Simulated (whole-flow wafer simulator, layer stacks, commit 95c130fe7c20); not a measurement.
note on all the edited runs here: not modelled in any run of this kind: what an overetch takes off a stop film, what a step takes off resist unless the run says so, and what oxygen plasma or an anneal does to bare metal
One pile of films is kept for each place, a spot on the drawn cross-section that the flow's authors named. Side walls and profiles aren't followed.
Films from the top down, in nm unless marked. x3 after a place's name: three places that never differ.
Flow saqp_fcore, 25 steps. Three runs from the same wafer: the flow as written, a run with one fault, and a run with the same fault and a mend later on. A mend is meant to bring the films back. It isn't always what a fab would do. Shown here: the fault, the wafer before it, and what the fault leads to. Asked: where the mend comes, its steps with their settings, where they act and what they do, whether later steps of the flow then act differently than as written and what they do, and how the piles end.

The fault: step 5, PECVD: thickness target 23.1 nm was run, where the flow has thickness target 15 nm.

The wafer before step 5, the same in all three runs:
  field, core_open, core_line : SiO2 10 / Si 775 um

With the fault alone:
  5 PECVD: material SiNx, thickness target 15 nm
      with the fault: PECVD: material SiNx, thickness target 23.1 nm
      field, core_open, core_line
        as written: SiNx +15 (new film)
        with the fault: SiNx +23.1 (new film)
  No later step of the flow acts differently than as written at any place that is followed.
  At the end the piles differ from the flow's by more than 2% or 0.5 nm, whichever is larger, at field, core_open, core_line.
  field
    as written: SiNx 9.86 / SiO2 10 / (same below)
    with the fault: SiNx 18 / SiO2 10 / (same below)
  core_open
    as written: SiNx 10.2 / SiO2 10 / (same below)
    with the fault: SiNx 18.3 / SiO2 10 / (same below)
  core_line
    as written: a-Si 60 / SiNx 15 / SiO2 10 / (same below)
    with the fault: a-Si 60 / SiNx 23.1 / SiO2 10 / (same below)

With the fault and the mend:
  The mend comes after step 5.
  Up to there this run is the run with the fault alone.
  5a ETCH: chemistry h3po4, depth target 26.56 nm
      field, core_open, core_line
        SiNx -23.1 (all of it)
  5b PECVD: material SiNx, thickness target 15 nm (the flow's step 5 once more)
      field, core_open, core_line
        SiNx +15 (new film)
  No later step of the flow acts differently than as written at any place that is followed.
  At the end the piles are the same as the flow's at every place that both follow.
